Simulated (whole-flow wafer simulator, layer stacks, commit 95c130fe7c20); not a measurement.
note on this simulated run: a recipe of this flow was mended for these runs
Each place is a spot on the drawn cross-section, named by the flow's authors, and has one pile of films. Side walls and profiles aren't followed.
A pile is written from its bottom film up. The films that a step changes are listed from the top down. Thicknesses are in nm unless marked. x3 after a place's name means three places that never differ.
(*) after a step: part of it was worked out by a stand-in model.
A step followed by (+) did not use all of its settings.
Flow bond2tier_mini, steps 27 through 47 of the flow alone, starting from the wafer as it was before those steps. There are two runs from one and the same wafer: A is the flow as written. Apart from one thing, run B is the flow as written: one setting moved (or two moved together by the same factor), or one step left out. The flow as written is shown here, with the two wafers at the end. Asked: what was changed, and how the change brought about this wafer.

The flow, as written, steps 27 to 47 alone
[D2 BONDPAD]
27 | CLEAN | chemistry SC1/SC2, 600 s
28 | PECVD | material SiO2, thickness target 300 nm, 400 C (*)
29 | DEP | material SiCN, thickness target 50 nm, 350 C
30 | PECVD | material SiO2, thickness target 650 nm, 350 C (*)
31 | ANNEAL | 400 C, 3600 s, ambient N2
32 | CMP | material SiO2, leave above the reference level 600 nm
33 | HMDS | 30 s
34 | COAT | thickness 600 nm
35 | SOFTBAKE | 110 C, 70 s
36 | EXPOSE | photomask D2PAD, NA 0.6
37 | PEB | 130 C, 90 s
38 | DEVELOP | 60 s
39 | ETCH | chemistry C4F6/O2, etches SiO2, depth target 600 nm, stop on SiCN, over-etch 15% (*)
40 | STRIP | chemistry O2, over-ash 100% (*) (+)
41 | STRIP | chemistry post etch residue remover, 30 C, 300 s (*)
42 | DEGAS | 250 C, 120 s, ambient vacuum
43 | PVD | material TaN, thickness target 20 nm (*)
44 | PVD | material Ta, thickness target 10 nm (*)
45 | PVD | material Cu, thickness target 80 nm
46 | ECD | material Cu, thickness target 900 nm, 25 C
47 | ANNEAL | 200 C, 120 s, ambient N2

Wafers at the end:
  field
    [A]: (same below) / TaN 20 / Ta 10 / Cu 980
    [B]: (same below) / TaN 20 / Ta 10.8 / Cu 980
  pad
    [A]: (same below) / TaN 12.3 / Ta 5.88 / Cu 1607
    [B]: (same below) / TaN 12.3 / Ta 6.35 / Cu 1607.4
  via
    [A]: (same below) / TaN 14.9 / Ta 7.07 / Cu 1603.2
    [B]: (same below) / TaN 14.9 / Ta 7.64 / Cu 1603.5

What caused this: step 44, PVD: thickness target 10.8 nm was run, though the flow has thickness target 10 nm.
The wafer lets one read it off: field has Ta 10.8, and step 44 as written asks for 10 nm.

How this came from the change, step by step:
  44 | PVD | material Ta, thickness target 10 nm (*)
      field: A +10 Ta (new film) | B +10.8 Ta (new film)
      via: A +7.07 Ta (new film) | B +7.64 Ta (new film)
